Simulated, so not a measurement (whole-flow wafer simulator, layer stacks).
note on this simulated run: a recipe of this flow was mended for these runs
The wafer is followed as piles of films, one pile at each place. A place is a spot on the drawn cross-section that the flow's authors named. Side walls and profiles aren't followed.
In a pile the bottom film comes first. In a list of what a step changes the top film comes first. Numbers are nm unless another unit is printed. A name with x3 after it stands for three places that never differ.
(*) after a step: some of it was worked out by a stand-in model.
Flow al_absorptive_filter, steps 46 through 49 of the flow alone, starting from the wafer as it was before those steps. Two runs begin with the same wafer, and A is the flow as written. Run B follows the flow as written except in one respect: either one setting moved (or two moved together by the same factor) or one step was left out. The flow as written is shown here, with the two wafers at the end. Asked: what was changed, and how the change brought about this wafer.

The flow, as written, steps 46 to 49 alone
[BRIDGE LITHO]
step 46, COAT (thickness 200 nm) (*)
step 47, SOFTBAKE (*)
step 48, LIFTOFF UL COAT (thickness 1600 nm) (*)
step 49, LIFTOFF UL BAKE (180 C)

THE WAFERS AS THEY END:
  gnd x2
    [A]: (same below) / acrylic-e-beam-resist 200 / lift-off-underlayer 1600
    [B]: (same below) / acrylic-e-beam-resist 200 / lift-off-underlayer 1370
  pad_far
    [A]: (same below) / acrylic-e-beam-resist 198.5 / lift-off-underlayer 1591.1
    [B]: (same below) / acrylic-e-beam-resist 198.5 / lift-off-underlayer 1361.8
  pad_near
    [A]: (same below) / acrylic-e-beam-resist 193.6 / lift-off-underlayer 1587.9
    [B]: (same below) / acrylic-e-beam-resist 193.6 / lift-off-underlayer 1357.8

Cause: step 48, LIFTOFF UL COAT: thickness 1370 nm was run, whereas the flow has thickness 1600 nm.
The wafer itself shows it: gnd x2 has lift-off-underlayer 1370, and step 48 as written asks for 1600 nm.

How this came from the change, step by step:
  step 48, LIFTOFF UL COAT (thickness 1600 nm) (*)
      gnd x2, idc_field: A lift-off-underlayer gains 1600 (new film) | B lift-off-underlayer gains 1370 (new film)
      pad_far: A lift-off-underlayer gains 1591.1 (new film) | B lift-off-underlayer gains 1361.8 (new film)
      (as well as at 10 more places)
